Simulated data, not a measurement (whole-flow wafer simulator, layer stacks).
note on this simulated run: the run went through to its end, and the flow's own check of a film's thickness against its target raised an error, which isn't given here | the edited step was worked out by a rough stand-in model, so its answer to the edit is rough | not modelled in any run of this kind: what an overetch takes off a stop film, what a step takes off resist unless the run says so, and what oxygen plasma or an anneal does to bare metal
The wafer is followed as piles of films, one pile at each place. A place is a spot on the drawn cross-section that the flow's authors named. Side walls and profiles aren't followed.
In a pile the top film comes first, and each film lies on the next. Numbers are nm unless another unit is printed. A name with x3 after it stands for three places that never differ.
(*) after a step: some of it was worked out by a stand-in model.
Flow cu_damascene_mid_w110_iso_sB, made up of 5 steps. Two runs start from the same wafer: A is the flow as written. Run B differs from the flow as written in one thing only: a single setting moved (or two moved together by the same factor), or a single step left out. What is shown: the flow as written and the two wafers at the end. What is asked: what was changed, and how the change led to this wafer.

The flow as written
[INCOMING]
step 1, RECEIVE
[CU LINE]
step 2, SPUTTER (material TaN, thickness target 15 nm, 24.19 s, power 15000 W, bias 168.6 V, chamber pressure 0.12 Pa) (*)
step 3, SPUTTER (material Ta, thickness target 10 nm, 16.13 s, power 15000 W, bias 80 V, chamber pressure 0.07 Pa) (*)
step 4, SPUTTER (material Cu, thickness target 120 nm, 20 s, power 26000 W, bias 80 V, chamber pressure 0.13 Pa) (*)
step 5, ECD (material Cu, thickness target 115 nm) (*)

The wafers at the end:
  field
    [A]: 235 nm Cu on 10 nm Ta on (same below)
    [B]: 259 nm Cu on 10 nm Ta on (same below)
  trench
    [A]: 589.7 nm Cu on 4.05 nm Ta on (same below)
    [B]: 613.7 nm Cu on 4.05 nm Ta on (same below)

The reason: step 4, SPUTTER: 24 s was run, whereas the flow has 20 s.

Step by step, how the change led to this:
  step 4, SPUTTER (material Cu, thickness target 120 nm, 20 s, power 26000 W, bias 80 V, chamber pressure 0.13 Pa) (*)
      field: A Cu gains 120 (new film) | B Cu gains 144 (new film)
      trench: A Cu gains 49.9 (new film) | B Cu gains 59.9 (new film)
  step 5, ECD (material Cu, thickness target 115 nm) (*)
      trench: A Cu gains 539.8 | B Cu gains 553.8
